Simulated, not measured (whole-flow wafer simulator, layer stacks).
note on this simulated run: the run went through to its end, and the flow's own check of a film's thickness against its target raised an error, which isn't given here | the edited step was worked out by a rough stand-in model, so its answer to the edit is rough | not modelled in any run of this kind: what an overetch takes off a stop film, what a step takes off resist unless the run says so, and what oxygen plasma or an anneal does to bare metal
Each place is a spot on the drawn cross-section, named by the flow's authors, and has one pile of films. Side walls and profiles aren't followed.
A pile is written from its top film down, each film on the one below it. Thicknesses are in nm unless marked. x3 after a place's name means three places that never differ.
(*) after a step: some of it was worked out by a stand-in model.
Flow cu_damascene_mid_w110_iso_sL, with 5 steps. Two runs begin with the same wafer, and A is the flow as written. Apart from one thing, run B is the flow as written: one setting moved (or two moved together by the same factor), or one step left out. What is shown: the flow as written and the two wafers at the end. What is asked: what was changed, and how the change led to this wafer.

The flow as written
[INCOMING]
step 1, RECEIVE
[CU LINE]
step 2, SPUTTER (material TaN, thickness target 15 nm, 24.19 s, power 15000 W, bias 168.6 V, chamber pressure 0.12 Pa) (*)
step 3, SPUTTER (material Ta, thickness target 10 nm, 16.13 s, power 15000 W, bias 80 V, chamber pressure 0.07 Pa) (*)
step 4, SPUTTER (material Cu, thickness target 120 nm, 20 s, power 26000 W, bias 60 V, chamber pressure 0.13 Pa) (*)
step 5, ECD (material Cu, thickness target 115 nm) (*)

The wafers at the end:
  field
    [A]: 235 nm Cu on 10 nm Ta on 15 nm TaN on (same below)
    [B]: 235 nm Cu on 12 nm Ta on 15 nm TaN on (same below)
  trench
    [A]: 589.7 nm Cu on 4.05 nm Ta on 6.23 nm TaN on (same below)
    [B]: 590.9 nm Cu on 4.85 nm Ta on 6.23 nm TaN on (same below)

The reason: step 3, SPUTTER: thickness target 12 nm was run, though the flow has thickness target 10 nm.
The wafer lets one read it off: field has Ta 12, and step 3 as written asks for 10 nm.

The path from the change to this, step by step:
  step 3, SPUTTER (material Ta, thickness target 10 nm, 16.13 s, power 15000 W, bias 80 V, chamber pressure 0.07 Pa) (*)
      field: A +10 Ta (new film) | B +12 Ta (new film)
      trench: A +4.05 Ta (new film) | B +4.85 Ta (new film)
